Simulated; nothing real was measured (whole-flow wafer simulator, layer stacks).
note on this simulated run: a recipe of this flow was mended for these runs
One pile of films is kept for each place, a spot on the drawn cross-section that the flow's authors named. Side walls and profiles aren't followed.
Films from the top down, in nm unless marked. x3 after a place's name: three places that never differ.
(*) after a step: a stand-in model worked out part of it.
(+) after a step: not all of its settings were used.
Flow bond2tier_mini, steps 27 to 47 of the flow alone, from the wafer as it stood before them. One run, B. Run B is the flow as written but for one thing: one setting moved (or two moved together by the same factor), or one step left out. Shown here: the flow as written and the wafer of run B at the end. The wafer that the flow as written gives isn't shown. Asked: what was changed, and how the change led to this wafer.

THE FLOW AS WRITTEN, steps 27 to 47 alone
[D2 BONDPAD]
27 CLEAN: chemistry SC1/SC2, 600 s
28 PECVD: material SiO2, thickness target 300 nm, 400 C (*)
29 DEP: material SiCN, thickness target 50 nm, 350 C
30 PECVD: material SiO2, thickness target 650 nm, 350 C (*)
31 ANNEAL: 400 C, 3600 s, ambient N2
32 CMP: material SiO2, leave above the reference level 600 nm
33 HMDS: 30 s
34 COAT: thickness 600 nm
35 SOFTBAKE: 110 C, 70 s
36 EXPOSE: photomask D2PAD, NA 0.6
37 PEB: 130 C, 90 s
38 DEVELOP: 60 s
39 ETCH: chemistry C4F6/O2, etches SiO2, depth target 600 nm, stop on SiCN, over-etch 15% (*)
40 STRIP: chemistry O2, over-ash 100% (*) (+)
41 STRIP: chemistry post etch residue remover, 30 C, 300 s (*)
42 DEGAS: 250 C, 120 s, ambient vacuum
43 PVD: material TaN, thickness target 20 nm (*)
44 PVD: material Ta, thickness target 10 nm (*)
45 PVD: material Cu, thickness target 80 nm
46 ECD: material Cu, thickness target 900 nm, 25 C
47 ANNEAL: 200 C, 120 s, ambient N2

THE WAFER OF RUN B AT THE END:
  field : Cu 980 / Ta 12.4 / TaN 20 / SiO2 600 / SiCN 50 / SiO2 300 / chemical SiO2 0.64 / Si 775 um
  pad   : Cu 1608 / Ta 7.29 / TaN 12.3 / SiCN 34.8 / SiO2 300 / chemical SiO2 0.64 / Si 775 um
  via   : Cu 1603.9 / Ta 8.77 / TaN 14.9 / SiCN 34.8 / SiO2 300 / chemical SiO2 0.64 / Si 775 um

The cause: step 44, PVD: thickness target 12.4 nm was run, where the flow has thickness target 10 nm.
It can be read off the wafer: field has Ta 12.4, and step 44 as written asks for 10 nm.

How the change led to this, step by step:
  44 PVD: material Ta, thickness target 10 nm (*)
      field: Ta +12.4 (new film) (as written it would be: Ta +10 (new film))
      pad: Ta +7.29 (new film) (as written it would be: Ta +5.88 (new film))
      (and at 1 more place)
